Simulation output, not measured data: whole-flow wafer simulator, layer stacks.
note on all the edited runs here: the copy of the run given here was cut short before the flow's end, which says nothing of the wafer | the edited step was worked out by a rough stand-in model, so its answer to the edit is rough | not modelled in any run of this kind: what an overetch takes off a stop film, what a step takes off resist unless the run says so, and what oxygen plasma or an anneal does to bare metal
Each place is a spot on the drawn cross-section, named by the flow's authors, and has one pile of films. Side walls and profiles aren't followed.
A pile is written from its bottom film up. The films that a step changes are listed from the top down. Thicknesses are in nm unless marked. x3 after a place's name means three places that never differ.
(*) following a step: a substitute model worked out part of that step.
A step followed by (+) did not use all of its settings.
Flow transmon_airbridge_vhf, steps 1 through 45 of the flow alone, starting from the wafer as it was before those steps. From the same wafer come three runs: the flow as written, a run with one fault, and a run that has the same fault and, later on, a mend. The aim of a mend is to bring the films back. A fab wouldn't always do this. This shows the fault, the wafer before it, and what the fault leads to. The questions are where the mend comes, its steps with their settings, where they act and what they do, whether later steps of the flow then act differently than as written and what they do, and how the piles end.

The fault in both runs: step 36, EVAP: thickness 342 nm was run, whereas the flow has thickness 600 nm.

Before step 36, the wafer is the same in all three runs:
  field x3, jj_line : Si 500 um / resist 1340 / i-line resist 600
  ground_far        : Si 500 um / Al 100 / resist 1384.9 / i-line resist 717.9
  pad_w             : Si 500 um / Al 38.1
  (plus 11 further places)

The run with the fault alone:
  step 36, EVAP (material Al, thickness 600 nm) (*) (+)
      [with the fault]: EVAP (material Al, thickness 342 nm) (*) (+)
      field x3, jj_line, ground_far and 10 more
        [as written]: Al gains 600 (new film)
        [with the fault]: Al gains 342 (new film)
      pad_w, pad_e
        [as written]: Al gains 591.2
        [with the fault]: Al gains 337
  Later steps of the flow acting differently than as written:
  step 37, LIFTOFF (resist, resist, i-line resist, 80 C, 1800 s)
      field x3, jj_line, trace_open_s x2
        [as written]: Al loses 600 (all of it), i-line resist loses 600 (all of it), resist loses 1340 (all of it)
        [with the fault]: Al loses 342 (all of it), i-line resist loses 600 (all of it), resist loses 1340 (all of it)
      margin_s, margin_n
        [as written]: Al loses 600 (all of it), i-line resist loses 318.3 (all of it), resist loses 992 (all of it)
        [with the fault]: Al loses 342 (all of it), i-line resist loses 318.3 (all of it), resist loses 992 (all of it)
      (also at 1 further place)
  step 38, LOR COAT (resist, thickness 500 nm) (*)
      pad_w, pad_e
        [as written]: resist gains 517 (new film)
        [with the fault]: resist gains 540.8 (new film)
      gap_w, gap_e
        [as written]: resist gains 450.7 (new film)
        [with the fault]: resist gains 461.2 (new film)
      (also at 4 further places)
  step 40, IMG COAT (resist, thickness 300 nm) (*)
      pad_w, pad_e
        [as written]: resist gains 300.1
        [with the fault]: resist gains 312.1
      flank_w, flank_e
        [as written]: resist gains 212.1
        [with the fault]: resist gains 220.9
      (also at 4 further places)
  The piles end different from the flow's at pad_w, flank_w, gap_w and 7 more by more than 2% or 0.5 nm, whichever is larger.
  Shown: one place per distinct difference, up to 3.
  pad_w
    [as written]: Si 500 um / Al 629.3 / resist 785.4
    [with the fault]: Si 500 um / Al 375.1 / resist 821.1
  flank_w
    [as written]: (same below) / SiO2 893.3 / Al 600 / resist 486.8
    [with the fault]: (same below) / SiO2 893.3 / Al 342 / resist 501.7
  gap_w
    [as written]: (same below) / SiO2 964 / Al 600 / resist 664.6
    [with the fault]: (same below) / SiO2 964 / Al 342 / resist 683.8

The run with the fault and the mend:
  The mend stands after step 36.
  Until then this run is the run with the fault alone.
  step 36a, EVAP (material Al, thickness 258 nm) (*) (+) (a further turn of the flow's step 36, with different settings)
      field x3, jj_line, ground_far and 10 more
        Al gains 258
      pad_w, pad_e
        Al gains 254.2
  Later steps of the flow that are run all act as written at every place that is followed, up to a difference of at most 2% or 0.5 nm, whichever is larger.
  The piles end only slightly different from the flow's at the places that both follow, by no more than 2% or 0.5 nm, whichever is larger.
